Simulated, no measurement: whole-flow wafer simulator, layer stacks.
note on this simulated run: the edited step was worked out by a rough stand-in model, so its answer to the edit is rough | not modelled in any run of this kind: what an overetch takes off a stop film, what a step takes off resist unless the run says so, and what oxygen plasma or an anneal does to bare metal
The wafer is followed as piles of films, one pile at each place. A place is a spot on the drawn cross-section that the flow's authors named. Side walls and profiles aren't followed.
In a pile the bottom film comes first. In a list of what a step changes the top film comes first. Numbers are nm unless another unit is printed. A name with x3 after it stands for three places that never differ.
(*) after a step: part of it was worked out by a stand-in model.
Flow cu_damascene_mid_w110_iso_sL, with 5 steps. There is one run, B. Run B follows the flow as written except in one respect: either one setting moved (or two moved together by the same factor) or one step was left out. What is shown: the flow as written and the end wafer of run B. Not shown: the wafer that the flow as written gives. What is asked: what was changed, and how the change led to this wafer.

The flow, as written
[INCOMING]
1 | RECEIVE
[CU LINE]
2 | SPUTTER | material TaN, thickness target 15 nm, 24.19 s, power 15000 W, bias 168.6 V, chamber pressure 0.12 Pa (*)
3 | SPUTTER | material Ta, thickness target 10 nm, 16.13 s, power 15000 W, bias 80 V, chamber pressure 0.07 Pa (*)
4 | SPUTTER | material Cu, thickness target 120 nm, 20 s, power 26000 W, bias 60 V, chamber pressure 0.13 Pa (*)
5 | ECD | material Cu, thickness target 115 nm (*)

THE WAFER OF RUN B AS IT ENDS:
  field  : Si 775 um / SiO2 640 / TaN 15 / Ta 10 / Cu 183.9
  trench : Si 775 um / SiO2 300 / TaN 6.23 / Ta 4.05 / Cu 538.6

Cause: step 5, ECD: thickness target 63.9 nm was run, whereas the flow has thickness target 115 nm.

How this came from the change, step by step:
  5 | ECD | material Cu, thickness target 115 nm (*)
      field: Cu gains 63.9 (in the flow as written it would be: Cu gains 115)
      trench: Cu gains 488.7 (in the flow as written it would be: Cu gains 539.8)
